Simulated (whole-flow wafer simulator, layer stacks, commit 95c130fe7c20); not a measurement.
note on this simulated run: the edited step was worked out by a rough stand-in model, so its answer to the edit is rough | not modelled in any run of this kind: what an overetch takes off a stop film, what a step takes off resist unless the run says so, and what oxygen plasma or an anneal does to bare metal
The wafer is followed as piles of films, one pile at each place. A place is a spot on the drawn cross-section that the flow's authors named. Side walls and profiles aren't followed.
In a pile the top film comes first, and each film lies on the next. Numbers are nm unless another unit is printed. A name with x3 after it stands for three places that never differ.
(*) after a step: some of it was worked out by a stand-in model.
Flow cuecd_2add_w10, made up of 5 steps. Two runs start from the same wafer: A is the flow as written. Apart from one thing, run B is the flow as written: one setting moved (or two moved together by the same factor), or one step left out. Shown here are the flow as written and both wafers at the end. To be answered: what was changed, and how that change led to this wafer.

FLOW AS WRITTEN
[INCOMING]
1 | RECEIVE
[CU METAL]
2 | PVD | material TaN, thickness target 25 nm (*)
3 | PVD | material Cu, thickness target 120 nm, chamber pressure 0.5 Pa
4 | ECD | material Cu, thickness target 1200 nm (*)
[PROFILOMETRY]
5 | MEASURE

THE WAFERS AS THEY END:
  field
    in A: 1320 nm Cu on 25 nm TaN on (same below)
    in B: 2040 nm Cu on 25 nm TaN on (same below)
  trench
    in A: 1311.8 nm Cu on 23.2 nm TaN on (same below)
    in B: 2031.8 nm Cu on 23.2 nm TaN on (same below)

Cause: step 4, ECD: thickness target 1920 nm was run, though the flow has thickness target 1200 nm.

Step by step, how the change led to this:
  4 | ECD | material Cu, thickness target 1200 nm (*)
      field, trench: A Cu gains 1200 | B Cu gains 1920
